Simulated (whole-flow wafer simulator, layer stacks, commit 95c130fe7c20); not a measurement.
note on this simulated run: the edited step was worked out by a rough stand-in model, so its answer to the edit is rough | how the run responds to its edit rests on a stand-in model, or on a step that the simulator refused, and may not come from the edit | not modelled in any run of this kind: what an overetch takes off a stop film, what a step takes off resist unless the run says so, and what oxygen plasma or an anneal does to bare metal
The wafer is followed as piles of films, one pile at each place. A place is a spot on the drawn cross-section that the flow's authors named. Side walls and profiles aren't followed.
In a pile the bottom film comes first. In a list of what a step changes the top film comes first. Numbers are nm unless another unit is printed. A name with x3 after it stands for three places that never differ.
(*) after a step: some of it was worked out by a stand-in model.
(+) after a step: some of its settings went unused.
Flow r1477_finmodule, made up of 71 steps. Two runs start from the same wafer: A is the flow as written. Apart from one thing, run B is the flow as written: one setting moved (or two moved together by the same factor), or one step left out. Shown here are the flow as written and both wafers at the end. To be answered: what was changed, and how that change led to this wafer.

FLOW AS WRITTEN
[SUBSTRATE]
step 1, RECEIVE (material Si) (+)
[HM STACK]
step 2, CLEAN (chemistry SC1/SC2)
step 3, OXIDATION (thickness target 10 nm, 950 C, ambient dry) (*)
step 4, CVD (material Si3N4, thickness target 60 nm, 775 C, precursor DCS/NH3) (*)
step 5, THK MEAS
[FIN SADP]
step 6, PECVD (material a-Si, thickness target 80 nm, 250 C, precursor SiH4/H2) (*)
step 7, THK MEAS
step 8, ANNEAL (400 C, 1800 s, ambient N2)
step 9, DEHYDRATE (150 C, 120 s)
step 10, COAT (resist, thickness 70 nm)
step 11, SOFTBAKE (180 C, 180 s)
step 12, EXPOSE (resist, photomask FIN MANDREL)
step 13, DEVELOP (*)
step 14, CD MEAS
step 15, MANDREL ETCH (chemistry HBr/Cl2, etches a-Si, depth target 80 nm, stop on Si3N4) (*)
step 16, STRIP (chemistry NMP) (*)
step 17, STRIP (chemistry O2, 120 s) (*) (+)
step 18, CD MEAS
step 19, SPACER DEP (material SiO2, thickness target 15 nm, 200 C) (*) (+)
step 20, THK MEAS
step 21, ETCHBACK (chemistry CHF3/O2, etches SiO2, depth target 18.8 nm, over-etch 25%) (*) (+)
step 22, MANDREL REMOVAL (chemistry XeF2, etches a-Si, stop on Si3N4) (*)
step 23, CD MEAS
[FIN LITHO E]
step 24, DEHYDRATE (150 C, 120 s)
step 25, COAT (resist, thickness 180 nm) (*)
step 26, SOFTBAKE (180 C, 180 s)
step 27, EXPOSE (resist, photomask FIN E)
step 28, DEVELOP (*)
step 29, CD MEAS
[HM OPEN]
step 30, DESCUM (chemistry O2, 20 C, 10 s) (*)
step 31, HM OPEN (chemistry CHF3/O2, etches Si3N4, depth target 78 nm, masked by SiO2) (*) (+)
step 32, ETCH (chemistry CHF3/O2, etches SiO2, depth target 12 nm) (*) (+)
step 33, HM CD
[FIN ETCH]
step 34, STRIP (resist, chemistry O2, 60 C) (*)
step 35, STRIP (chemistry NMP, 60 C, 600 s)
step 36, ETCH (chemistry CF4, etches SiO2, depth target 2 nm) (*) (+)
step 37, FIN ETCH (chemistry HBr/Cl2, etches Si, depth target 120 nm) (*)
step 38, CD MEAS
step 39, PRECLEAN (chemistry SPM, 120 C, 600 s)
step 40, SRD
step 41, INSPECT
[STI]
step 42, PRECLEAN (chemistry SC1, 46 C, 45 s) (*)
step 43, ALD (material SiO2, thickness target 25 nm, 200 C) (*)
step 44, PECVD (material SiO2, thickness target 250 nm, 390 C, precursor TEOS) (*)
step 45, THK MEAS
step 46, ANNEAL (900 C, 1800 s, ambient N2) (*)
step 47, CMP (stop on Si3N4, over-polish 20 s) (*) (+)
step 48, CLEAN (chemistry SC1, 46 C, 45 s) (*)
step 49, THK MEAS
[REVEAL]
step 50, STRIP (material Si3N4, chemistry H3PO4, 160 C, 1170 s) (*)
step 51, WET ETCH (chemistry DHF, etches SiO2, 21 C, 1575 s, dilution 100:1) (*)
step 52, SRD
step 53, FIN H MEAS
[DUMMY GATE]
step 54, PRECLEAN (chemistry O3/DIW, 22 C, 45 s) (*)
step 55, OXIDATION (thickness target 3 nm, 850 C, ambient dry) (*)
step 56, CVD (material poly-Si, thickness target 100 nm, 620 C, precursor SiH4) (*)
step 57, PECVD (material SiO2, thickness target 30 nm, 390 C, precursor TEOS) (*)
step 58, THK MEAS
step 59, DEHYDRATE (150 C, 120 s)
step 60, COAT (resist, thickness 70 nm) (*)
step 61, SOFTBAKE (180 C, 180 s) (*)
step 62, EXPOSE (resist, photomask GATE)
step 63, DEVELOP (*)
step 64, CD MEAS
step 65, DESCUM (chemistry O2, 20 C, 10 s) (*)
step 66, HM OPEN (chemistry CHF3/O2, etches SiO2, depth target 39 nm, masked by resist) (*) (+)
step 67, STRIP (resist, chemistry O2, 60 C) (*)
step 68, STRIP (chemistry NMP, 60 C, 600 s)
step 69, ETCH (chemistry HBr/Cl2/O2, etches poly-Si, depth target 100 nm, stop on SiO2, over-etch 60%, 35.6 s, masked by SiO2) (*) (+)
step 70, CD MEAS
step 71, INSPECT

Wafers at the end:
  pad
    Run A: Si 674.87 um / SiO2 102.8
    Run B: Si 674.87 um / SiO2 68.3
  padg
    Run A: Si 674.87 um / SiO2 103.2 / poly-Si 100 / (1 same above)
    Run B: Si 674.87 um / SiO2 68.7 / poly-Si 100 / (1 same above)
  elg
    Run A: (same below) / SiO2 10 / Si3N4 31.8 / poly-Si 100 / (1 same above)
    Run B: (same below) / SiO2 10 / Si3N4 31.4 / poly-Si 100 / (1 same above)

Cause: step 46, ANNEAL: 810 C was run, whereas the flow has 900 C.

How this came from the change, step by step:
  step 46, ANNEAL (900 C, 1800 s, ambient N2) (*)
      pad, padg, elg and 33 more: A -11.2 SiO2 | B -10.2 SiO2
  step 50, STRIP (material Si3N4, chemistry H3PO4, 160 C, 1170 s) (*)
      pad, padg, e40sg and 12 more: A -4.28 SiO2 | B -6.26 SiO2
      elg, esg, e40lg and 12 more: A -4.28 SiO2 | B -5.63 SiO2
  step 51, WET ETCH (chemistry DHF, etches SiO2, 21 C, 1575 s, dilution 100:1) (*)
      pad, padg, e40sg and 12 more: A -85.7 SiO2 | B -118.4 SiO2
      elg, e40lg, e100lg, e200lg, elo, e40lo, e100lo, e200lo: A -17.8 SiO2 (all of it), -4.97 Si3N4 | B -16.5 SiO2 (all of it), -5.38 Si3N4
      (also at 7 further places)
  step 56, CVD (material poly-Si, thickness target 100 nm, 620 C, precursor SiH4) (*)
      s40cg, s40co: A +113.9 poly-Si (new film) | B +139.9 poly-Si (new film)
      s45cg, s45co: A +113.4 poly-Si (new film) | B +139.9 poly-Si (new film)
      (also at 3 further places)
  step 60, COAT (resist, thickness 70 nm) (*)
      e40lg, e100lg, e200lg, elo, e40lo, e100lo, e200lo: A +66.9 resist (new film) | B +65.2 resist (new film)
      e40sg, eso, e40so: A +129.5 resist (new film) | B +162 resist (new film)
      (also at 16 further places)
  step 63, DEVELOP (*)
      elo, e40lo, e100lo, e200lo: A -66.9 resist (all of it) | B -65.2 resist (all of it)
      eso, e40so: A -129.5 resist (all of it) | B -162 resist (all of it)
      (also at 8 further places)
  step 67, STRIP (resist, chemistry O2, 60 C) (*)
      e40lg, e100lg, e200lg: A -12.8 resist (all of it) | B -11.1 resist (all of it)
      e40sg: A -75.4 resist (all of it) | B -107.9 resist (all of it)
      (also at 10 further places)
  step 69, ETCH (chemistry HBr/Cl2/O2, etches poly-Si, depth target 100 nm, stop on SiO2, over-etch 60%, 35.6 s, masked by SiO2) (*) (+)
      s40co: A -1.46 chemical SiO2 (all of it), -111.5 poly-Si (all of it), -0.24 SiO2 | B -1.59 chemical SiO2 (all of it), -137.4 poly-Si (all of it), -0.11 SiO2
      s45co: A -1.46 chemical SiO2 (all of it), -110.9 poly-Si (all of it), -0.25 SiO2 | B -1.59 chemical SiO2 (all of it), -137.4 poly-Si (all of it), -0.11 SiO2
      (also at 1 further place)
